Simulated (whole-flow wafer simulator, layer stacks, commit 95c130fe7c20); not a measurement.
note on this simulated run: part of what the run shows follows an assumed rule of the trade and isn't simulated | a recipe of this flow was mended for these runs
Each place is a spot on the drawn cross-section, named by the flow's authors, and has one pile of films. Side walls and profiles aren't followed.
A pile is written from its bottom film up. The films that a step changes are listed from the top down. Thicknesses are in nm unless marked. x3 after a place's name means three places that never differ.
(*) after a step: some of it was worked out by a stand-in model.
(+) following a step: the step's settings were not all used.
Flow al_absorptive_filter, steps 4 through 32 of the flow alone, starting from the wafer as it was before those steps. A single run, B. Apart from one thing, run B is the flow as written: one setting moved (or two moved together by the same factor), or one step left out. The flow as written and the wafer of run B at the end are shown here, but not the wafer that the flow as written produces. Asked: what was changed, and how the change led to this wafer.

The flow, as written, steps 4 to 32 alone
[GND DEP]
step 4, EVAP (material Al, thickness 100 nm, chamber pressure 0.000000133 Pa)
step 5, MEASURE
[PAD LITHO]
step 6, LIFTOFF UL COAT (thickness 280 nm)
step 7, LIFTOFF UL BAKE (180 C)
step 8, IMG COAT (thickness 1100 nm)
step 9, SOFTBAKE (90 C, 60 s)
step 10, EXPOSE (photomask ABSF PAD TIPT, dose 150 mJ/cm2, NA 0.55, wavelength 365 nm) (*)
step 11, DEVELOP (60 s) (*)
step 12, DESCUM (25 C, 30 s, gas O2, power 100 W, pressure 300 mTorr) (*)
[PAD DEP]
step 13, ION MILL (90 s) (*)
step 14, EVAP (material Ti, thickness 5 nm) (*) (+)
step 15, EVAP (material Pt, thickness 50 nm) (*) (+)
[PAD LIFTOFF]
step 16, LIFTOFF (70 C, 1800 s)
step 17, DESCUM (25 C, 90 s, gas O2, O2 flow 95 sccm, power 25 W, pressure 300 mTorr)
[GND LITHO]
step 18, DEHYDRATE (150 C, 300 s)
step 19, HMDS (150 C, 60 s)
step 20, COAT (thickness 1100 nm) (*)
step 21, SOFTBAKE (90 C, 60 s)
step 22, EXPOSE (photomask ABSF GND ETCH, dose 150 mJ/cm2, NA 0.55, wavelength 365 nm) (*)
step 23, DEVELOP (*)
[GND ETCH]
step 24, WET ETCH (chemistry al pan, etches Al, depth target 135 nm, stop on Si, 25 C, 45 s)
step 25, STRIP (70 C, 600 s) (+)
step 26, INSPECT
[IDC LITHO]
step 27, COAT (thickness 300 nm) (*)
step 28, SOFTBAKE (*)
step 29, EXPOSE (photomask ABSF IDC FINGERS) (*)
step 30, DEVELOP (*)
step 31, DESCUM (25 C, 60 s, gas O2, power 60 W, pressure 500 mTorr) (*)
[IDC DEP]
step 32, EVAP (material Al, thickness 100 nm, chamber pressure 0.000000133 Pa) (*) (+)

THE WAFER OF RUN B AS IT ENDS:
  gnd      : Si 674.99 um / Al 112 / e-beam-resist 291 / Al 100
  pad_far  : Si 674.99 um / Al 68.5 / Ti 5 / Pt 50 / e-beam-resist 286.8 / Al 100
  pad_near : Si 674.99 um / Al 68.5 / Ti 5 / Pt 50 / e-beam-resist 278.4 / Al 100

The reason: step 4, EVAP: thickness 112 nm was run, while the flow as written has thickness 100 nm.
One can read it off the wafer: gnd has Al 112, and step 4 as written asks for 100 nm.

Step by step, how the change led to this:
  step 4, EVAP (material Al, thickness 100 nm, chamber pressure 0.000000133 Pa)
      gnd, pad_far, pad_near and 11 more: +112 Al (new film) (as written it would have been: +100 Al (new film))
  step 24, WET ETCH (chemistry al pan, etches Al, depth target 135 nm, stop on Si, 25 C, 45 s)
      res, xl_gap, idc_field x2, idc_line: -98.7 Al (all of it) (as written it would have been: -86.7 Al (all of it))
  step 27, COAT (thickness 300 nm) (*)
      xl_gap: +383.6 e-beam-resist (new film) (as written it would have been: +374.7 e-beam-resist (new film))
